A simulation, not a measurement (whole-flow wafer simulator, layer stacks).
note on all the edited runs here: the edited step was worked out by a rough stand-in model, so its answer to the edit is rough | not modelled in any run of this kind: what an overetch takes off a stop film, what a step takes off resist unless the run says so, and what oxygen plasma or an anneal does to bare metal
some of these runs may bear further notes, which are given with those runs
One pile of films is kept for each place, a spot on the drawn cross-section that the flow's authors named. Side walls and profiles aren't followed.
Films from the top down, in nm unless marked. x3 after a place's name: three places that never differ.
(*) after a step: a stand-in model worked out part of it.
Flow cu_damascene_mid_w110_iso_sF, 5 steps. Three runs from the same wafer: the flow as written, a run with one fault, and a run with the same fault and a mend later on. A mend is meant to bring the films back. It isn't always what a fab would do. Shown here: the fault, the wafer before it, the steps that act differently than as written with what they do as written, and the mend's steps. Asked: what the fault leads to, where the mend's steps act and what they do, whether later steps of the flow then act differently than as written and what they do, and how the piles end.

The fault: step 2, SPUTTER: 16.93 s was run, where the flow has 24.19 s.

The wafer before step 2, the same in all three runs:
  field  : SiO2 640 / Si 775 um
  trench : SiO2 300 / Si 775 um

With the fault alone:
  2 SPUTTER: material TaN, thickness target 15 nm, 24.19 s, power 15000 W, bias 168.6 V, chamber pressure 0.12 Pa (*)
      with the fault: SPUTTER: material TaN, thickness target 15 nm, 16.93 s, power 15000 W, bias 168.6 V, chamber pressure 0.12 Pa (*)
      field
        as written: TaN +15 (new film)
        with the fault: TaN +10.5 (new film)
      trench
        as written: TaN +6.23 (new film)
        with the fault: TaN +4.36 (new film)
  No later step of the flow acts differently than as written, at any place that is followed, by more than 2% or 0.5 nm, whichever is larger.
  At the end the piles differ from the flow's by more than 2% or 0.5 nm, whichever is larger, at field, trench.
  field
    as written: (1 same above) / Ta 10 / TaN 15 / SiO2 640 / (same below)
    with the fault: (1 same above) / Ta 10 / TaN 10.5 / SiO2 640 / (same below)
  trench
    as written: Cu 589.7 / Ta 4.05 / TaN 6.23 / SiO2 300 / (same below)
    with the fault: Cu 587 / Ta 4.1 / TaN 4.36 / SiO2 300 / (same below)

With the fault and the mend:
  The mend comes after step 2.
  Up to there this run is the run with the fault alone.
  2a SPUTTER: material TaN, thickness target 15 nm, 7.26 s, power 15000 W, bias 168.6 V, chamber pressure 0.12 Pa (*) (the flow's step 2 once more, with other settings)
      field
        TaN +4.5
      trench
        TaN +1.8
  No later step of the flow acts differently than as written, at any place that is followed, by more than 2% or 0.5 nm, whichever is larger.
  At the end the piles differ from the flow's only slightly at the places that both follow, by at most 2% or 0.5 nm, whichever is larger.
